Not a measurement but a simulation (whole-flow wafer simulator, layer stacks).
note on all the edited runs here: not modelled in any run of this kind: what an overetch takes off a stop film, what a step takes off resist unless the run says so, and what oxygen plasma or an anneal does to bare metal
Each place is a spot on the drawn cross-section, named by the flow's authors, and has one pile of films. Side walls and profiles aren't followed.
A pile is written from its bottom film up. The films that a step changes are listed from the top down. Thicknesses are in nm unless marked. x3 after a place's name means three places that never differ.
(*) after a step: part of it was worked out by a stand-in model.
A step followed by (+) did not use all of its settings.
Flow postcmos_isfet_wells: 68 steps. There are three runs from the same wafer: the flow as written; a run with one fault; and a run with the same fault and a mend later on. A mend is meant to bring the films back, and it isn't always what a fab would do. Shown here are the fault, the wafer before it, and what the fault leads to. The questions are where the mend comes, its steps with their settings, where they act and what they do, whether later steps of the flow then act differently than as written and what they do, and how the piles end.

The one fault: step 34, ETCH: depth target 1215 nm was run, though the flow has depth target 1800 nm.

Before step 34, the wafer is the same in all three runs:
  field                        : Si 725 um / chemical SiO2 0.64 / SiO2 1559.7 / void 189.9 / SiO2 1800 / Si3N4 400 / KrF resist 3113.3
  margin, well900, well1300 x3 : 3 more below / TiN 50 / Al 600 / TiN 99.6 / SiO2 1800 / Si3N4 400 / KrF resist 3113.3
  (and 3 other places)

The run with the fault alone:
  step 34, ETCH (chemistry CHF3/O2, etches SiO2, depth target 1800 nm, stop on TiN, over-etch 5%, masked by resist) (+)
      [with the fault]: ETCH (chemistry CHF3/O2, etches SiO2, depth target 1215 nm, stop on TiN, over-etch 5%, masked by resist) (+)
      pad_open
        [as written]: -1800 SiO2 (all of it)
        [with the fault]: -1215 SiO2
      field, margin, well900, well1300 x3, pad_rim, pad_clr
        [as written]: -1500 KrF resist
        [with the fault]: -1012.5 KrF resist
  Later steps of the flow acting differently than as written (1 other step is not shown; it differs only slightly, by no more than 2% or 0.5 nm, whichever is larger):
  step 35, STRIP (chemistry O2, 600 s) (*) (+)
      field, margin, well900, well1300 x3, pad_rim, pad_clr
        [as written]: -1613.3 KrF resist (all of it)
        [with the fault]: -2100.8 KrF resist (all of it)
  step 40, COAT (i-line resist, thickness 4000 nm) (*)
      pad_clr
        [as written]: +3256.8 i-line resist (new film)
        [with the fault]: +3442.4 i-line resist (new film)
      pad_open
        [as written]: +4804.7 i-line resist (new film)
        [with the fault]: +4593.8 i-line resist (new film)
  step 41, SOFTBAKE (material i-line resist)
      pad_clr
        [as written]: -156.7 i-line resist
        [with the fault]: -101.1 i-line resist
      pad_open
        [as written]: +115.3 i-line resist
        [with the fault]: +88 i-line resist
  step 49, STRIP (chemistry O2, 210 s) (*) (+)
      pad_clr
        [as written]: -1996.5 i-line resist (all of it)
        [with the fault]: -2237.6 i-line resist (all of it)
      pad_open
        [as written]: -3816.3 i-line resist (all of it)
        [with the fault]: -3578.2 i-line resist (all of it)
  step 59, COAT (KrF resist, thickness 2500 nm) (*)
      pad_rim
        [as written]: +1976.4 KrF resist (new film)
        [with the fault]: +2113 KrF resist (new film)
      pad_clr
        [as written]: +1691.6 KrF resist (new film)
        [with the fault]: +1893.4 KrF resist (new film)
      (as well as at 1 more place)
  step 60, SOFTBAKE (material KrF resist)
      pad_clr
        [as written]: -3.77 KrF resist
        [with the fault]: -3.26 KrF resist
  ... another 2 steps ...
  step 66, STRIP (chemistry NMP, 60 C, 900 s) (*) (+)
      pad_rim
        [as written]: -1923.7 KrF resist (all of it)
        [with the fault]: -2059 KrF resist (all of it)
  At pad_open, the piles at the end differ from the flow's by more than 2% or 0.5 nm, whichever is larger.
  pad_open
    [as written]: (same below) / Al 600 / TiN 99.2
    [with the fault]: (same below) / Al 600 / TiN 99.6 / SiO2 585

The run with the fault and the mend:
  After step 34 comes the mend.
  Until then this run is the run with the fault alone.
  step 34a, ETCH (chemistry CHF3/O2, etches SiO2, depth target 585 nm, stop on TiN, over-etch 5%, masked by resist) (the flow's step 34 again, with other settings)
      field, margin, well900, well1300 x3, pad_rim, pad_clr
        -487.5 KrF resist
      pad_open
        -585 SiO2 (all of it)
  None of the later steps of the flow acts differently than as written at any place that is followed.
  The piles end the same as the flow's at every place that both follow.
